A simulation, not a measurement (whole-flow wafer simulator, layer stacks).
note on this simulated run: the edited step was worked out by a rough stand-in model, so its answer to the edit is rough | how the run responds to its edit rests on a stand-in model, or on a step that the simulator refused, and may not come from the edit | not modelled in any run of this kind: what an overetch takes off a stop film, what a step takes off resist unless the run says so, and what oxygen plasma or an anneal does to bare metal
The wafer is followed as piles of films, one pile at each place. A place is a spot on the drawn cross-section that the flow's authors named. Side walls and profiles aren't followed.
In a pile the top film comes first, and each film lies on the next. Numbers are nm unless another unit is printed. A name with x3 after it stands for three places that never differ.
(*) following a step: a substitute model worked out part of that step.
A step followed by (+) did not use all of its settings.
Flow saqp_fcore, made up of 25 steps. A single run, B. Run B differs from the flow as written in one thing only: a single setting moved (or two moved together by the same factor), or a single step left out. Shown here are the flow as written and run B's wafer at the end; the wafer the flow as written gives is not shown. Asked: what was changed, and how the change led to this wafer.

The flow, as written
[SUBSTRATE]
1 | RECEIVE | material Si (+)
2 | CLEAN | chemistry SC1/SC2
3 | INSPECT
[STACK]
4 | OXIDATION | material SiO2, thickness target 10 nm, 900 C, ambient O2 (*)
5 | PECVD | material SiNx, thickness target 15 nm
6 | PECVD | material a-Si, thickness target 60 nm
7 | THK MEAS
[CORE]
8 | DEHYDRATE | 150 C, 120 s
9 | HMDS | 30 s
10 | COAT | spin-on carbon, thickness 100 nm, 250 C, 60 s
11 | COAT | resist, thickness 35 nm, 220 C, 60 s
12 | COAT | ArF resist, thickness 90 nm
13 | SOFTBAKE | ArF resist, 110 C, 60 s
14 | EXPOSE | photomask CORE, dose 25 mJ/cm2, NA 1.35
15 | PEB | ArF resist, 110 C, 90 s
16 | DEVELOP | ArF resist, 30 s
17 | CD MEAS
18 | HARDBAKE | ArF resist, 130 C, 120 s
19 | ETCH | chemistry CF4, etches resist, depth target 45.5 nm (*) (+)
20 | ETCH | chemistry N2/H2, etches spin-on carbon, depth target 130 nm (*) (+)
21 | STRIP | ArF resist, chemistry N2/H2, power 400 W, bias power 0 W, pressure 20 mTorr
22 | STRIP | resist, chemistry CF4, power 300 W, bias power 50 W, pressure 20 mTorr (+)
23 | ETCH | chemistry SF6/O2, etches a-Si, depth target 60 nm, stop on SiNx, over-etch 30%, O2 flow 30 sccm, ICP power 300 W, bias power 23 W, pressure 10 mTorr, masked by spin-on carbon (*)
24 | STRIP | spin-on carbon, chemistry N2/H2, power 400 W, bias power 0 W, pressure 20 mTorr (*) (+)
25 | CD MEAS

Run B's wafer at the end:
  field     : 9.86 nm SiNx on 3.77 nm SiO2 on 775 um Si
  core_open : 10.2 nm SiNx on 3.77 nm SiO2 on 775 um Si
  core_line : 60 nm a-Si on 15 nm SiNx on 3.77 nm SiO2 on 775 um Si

What caused this: step 4, OXIDATION: 788 C was run, while the flow as written has 900 C.

The path from the change to this, step by step:
  4 | OXIDATION | material SiO2, thickness target 10 nm, 900 C, ambient O2 (*)
      field, core_open, core_line: SiO2 gains 3.77 (new film), chemical SiO2 loses 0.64 (all of it), Si loses 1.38 (as written it would have been: SiO2 gains 10 (new film), chemical SiO2 loses 0.64 (all of it), Si loses 4.12)
